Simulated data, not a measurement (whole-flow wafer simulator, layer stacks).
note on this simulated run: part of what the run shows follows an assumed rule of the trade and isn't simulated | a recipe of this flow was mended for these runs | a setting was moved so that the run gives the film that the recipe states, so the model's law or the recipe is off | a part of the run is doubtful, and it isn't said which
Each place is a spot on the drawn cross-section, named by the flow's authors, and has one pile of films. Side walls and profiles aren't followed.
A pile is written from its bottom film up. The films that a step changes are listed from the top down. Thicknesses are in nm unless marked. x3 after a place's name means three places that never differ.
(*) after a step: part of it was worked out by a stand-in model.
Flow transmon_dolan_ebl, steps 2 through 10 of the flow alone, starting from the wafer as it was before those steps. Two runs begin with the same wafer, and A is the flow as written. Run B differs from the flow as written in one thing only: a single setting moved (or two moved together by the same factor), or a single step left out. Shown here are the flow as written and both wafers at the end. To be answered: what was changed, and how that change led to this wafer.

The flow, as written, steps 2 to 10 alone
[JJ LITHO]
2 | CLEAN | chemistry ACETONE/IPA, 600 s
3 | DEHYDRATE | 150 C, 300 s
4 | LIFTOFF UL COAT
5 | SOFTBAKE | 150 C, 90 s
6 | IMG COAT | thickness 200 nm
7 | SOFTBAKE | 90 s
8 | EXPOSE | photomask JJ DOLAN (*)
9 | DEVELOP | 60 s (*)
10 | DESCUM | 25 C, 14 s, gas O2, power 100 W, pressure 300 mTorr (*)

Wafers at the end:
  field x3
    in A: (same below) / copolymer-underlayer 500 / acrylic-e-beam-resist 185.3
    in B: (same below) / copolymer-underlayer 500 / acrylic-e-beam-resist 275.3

The reason: step 6, IMG COAT: thickness 290 nm was run, whereas the flow has thickness 200 nm.

The path from the change to this, step by step:
  6 | IMG COAT | thickness 200 nm
      field x3, jj_line: A +200 acrylic-e-beam-resist (new film) | B +290 acrylic-e-beam-resist (new film)
  9 | DEVELOP | 60 s (*)
      jj_line: A -200 acrylic-e-beam-resist (all of it), -500 copolymer-underlayer (all of it) | B -290 acrylic-e-beam-resist (all of it), -500 copolymer-underlayer (all of it)
